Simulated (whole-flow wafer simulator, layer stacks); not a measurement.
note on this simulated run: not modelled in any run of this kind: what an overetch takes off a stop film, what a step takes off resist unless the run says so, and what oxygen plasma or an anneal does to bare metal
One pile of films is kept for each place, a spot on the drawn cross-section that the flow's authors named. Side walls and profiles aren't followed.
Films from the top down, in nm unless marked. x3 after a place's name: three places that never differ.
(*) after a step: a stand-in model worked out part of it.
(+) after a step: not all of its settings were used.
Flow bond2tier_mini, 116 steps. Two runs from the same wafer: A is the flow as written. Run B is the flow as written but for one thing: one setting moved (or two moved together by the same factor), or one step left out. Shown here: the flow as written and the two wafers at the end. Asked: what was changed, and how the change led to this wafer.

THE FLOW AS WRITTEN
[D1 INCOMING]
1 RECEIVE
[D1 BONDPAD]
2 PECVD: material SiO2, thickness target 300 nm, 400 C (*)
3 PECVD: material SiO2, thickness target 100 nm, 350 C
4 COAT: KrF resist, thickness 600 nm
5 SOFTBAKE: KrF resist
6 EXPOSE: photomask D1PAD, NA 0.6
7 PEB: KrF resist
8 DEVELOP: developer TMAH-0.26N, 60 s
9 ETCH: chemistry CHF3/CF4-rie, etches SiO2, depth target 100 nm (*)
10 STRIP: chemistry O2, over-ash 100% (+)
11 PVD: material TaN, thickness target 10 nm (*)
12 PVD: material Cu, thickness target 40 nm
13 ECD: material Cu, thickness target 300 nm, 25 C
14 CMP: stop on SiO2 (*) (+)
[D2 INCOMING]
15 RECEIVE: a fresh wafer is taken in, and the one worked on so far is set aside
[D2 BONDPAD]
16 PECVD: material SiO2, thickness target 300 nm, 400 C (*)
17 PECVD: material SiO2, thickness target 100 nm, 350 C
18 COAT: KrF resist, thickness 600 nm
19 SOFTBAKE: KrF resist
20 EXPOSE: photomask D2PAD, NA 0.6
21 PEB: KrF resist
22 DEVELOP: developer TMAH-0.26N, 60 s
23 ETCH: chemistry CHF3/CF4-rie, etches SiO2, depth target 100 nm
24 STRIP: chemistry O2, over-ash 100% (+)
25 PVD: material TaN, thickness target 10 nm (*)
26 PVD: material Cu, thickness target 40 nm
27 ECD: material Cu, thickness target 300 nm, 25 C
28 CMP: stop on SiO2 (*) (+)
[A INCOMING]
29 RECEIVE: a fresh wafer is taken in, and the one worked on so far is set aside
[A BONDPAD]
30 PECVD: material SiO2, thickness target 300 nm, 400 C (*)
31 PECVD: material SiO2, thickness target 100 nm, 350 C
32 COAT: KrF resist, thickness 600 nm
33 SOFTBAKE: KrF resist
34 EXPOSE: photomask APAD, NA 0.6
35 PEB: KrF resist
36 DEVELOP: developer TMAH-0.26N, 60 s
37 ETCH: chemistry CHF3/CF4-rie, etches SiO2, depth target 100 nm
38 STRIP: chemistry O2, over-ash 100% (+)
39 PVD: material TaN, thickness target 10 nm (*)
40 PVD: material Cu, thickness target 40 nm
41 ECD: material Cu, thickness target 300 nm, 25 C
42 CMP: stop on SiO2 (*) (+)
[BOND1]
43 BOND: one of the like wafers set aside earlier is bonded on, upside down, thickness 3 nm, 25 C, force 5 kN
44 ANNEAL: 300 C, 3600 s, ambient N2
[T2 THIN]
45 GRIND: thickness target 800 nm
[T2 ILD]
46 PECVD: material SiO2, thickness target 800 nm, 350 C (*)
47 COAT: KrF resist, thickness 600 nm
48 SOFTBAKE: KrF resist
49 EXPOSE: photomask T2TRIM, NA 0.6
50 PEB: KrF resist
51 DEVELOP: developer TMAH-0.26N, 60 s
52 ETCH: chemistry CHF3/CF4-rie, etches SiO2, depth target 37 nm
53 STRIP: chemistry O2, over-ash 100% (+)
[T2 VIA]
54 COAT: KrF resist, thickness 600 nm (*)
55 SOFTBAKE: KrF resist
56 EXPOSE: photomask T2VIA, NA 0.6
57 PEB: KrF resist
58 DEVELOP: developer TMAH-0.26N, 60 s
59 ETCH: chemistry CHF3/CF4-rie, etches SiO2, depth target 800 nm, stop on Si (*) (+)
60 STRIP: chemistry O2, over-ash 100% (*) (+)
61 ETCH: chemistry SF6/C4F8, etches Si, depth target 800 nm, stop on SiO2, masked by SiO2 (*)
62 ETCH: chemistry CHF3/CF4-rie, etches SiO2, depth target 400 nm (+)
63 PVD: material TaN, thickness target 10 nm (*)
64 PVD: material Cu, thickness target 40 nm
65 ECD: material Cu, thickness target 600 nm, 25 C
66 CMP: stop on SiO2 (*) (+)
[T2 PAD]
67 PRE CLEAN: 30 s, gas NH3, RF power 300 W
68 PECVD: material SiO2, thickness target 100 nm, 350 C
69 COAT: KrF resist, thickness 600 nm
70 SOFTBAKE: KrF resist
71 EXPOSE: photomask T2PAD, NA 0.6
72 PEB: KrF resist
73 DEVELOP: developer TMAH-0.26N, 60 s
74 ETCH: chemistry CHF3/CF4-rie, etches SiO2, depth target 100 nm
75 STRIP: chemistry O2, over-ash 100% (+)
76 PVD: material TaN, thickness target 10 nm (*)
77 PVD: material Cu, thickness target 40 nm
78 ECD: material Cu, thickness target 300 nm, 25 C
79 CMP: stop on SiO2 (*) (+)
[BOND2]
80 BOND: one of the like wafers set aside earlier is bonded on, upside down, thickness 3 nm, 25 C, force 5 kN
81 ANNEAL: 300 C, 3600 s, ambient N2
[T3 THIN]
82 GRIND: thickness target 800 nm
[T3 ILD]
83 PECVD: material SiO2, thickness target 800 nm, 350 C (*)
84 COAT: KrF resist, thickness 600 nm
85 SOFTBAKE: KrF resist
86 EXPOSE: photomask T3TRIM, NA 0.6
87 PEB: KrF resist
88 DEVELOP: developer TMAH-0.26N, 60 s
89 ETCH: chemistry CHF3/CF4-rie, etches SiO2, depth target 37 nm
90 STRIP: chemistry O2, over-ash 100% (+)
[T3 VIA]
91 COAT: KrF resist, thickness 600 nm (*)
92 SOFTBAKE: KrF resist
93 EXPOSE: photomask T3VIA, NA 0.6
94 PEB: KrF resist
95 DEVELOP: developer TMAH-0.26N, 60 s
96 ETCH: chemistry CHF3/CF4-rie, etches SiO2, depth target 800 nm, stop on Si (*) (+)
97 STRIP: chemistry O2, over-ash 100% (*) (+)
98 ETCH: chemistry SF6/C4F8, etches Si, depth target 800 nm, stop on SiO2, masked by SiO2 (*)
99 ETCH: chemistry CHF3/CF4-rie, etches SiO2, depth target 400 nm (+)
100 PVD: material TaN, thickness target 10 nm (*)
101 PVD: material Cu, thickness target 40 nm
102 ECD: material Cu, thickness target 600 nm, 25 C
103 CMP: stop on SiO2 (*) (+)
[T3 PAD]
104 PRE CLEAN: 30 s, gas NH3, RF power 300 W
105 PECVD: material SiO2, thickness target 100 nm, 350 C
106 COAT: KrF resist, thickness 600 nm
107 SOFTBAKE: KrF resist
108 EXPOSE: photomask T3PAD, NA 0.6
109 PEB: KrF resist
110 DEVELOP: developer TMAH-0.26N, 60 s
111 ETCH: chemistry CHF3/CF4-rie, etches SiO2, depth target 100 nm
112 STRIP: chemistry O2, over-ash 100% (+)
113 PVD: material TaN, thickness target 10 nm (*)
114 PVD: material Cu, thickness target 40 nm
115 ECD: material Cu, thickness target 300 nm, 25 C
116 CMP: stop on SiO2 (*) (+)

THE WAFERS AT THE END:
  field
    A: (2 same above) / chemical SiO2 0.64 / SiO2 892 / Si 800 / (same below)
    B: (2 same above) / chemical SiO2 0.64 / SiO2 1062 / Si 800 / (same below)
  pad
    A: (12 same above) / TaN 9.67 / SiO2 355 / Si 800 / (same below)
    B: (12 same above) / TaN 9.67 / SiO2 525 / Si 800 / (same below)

The cause: step 62, ETCH: depth target 230 nm was run, where the flow has depth target 400 nm.

How the change led to this, step by step:
  62 ETCH: chemistry CHF3/CF4-rie, etches SiO2, depth target 400 nm (+)
      field, pad: A SiO2 -400 | B SiO2 -230
